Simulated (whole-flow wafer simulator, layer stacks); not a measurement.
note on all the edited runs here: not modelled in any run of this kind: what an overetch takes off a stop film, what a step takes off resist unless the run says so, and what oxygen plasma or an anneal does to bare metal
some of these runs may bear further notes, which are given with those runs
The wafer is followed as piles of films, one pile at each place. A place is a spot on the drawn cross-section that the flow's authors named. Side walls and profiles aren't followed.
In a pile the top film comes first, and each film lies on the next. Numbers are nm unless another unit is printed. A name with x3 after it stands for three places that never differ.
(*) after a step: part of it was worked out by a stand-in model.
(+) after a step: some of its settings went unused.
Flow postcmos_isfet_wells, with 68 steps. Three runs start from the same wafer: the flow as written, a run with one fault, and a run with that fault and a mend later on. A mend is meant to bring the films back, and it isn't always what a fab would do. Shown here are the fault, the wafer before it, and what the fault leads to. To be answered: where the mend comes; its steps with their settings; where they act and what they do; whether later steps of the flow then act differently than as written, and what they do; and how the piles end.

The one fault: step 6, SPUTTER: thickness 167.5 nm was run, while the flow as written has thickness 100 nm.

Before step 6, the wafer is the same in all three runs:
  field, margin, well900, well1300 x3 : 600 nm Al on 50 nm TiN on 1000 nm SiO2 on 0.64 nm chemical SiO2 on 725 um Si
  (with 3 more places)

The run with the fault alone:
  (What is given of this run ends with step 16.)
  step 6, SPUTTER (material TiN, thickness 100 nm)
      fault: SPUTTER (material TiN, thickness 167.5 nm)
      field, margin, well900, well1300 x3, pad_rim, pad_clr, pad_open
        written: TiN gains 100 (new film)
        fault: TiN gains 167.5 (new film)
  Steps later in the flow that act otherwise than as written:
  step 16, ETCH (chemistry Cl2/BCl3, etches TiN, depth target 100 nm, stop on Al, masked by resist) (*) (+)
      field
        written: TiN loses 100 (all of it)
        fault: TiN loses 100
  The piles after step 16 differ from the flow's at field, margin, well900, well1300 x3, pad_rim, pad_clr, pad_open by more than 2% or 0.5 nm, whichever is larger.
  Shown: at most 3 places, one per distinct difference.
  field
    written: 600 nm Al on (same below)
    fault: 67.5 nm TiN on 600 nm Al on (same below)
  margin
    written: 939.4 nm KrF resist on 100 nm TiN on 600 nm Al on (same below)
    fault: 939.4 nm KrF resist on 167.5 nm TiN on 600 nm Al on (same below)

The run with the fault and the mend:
  The mend follows step 6.
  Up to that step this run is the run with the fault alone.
  step 6a, ETCH (chemistry peroxide tin strip, depth target 192.6 nm)
      field, margin, well900, well1300 x3, pad_rim, pad_clr, pad_open
        TiN loses 167.5 (all of it)
  step 6b, SPUTTER (material TiN, thickness 100 nm) (the flow's step 6 again)
      field, margin, well900, well1300 x3, pad_rim, pad_clr, pad_open
        TiN gains 100 (new film)
  Later steps of the flow that are run all act as written at every place that is followed.
  At every place that both follow, the piles at the end match the flow's.
